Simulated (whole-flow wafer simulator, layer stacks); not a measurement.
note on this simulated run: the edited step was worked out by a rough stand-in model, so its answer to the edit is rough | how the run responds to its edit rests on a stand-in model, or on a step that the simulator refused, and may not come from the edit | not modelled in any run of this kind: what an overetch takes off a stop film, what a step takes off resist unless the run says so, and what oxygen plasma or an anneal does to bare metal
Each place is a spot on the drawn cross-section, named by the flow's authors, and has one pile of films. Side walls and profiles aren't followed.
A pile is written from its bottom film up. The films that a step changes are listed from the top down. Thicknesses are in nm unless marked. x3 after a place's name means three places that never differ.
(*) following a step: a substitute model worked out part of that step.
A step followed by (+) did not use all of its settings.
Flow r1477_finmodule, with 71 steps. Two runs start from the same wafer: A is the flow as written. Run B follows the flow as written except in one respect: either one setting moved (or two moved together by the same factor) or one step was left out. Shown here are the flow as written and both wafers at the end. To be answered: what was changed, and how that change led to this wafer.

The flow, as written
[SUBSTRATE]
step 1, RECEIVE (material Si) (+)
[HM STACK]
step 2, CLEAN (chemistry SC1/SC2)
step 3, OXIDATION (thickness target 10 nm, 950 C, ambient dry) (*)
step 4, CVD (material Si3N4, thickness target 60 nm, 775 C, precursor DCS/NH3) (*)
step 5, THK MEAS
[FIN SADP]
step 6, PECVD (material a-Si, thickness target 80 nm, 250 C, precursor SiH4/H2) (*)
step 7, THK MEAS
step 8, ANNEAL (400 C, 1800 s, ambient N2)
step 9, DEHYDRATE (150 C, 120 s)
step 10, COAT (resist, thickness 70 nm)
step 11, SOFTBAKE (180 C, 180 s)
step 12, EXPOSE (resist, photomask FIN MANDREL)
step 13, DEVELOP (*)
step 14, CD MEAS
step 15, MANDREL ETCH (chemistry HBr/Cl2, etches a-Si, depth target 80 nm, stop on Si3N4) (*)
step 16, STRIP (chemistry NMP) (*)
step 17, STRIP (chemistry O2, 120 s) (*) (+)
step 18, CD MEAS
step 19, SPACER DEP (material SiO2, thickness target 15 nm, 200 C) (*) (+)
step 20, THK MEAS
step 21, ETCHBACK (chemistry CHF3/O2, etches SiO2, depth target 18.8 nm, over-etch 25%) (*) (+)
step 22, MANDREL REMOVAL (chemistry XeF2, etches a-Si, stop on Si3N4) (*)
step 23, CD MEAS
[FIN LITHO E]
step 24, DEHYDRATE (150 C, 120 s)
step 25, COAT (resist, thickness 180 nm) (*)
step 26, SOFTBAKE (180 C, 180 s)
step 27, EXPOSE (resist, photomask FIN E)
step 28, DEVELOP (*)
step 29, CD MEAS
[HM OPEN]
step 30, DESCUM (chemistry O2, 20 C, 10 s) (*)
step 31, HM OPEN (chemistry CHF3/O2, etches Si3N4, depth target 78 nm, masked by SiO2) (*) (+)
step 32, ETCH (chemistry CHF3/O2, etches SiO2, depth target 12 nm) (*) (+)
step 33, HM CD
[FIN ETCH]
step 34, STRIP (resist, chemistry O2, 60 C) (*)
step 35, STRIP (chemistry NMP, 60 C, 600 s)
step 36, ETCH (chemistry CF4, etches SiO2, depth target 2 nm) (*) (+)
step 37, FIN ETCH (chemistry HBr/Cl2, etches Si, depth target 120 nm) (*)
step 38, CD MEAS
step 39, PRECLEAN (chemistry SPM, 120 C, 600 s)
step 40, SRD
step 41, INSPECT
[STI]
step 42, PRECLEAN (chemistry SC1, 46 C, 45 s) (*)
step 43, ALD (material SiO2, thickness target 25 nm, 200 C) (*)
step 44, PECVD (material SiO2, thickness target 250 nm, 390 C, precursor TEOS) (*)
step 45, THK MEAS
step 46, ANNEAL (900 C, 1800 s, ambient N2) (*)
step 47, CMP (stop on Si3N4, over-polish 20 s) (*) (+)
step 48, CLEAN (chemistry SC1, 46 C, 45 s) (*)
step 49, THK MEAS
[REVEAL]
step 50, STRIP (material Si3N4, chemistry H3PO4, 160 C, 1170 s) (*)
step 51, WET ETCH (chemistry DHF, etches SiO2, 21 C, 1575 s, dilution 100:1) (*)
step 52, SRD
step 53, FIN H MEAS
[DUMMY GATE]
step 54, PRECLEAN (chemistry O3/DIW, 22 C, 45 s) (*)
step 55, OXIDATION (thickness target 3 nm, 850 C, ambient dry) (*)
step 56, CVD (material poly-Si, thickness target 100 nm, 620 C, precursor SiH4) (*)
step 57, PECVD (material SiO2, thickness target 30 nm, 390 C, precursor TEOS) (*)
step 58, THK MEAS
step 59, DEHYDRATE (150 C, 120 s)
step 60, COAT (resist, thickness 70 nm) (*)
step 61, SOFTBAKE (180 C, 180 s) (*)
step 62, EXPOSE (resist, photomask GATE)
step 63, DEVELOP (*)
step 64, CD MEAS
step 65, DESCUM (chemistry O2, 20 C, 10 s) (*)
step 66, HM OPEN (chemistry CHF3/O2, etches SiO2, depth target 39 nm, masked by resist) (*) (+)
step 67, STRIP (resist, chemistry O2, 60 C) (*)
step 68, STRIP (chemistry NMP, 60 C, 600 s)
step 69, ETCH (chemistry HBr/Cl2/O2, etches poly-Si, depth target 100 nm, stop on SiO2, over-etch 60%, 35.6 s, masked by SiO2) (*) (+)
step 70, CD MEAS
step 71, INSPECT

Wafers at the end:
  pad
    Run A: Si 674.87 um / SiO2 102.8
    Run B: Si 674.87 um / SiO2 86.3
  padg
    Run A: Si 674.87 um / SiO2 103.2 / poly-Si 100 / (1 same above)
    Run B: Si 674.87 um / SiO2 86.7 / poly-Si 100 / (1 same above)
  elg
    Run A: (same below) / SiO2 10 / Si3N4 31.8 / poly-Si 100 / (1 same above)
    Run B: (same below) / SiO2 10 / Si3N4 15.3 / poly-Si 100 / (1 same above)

Cause: step 4, CVD: thickness target 43.5 nm was run, whereas the flow has thickness target 60 nm.

Step by step, how the change led to this:
  step 4, CVD (material Si3N4, thickness target 60 nm, 775 C, precursor DCS/NH3) (*)
      pad, padg, elg and 33 more: A +60 Si3N4 (new film) | B +43.5 Si3N4 (new film)
  step 31, HM OPEN (chemistry CHF3/O2, etches Si3N4, depth target 78 nm, masked by SiO2) (*) (+)
      pad, padg, esg and 13 more: A -56.4 Si3N4 (all of it), -10 SiO2 (all of it) | B -39.9 Si3N4 (all of it), -10 SiO2 (all of it)
      elg, e40lg, e100lg, e200lg, elo, e40lo, e100lo, e200lo: A -78 resist | B -59.8 resist
      (as well as at 12 more places)
  step 32, ETCH (chemistry CHF3/O2, etches SiO2, depth target 12 nm) (*) (+)
      s40cg, s45cg, s50cg, s40co, s45co, s50co: A -1 SiO2 (all of it), -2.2 Si | B -1.84 SiO2 (all of it), -2.03 Si
  step 34, STRIP (resist, chemistry O2, 60 C) (*)
      elg, e40lg, e100lg, e200lg, elo, e40lo, e100lo, e200lo: A -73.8 resist (all of it) | B -91.9 resist (all of it)
  step 43, ALD (material SiO2, thickness target 25 nm, 200 C) (*)
      s40cg, s45cg, s50cg, s40co, s45co, s50co: A +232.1 SiO2 (new film) | B +224.5 SiO2 (new film)
      esg: A +194.3 SiO2 (new film) | B +177.7 SiO2 (new film)
  step 47, CMP (stop on Si3N4, over-polish 20 s) (*) (+)
      pad, padg, e40sg and 11 more: A -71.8 SiO2 | B -88.3 SiO2
      s40cg, s45cg, s50cg, s40co, s45co, s50co: A -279 SiO2 | B -288.1 SiO2
      (as well as at 7 more places)
  step 50, STRIP (material Si3N4, chemistry H3PO4, 160 C, 1170 s) (*)
      s40sg_line, s45sg_line, s50sg_line, s40so_line, s45so_line, s50so_line: A -58.9 Si3N4 (all of it), -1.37 SiO2 | B -42.4 Si3N4 (all of it), -1.88 SiO2
  step 51, WET ETCH (chemistry DHF, etches SiO2, 21 C, 1575 s, dilution 100:1) (*)
      s40sg_line, s45sg_line, s50sg_line, s40so_line, s45so_line, s50so_line: A -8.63 SiO2 (all of it) | B -8.12 SiO2 (all of it)
  step 56, CVD (material poly-Si, thickness target 100 nm, 620 C, precursor SiH4) (*)
      s40cg, s40co: A +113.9 poly-Si (new film) | B +132.4 poly-Si (new film)
      s45cg, s45co: A +113.4 poly-Si (new film) | B +132.4 poly-Si (new film)
      (as well as at 2 more places)
  step 60, COAT (resist, thickness 70 nm) (*)
      s40cg, s40co: A +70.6 resist (new film) | B +68.4 resist (new film)
      s40sg, s40so: A +91 resist (new film) | B +107.3 resist (new film)
      (as well as at 8 more places)
  step 63, DEVELOP (*)
      s40co: A -70.6 resist (all of it) | B -68.4 resist (all of it)
      s40so: A -91 resist (all of it) | B -107.3 resist (all of it)
      (as well as at 4 more places)
  step 67, STRIP (resist, chemistry O2, 60 C) (*)
      s40cg: A -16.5 resist (all of it) | B -14.3 resist (all of it)
      s40sg: A -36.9 resist (all of it) | B -53.2 resist (all of it)
      (as well as at 4 more places)
  step 69, ETCH (chemistry HBr/Cl2/O2, etches poly-Si, depth target 100 nm, stop on SiO2, over-etch 60%, 35.6 s, masked by SiO2) (*) (+)
      s40co: A -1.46 chemical SiO2 (all of it), -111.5 poly-Si (all of it), -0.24 SiO2 | B -1.46 chemical SiO2 (all of it), -130 poly-Si (all of it), -0.15 SiO2
      s45co: A -1.46 chemical SiO2 (all of it), -110.9 poly-Si (all of it), -0.25 SiO2 | B -1.46 chemical SiO2 (all of it), -130 poly-Si (all of it), -0.15 SiO2
      (as well as at 1 more place)
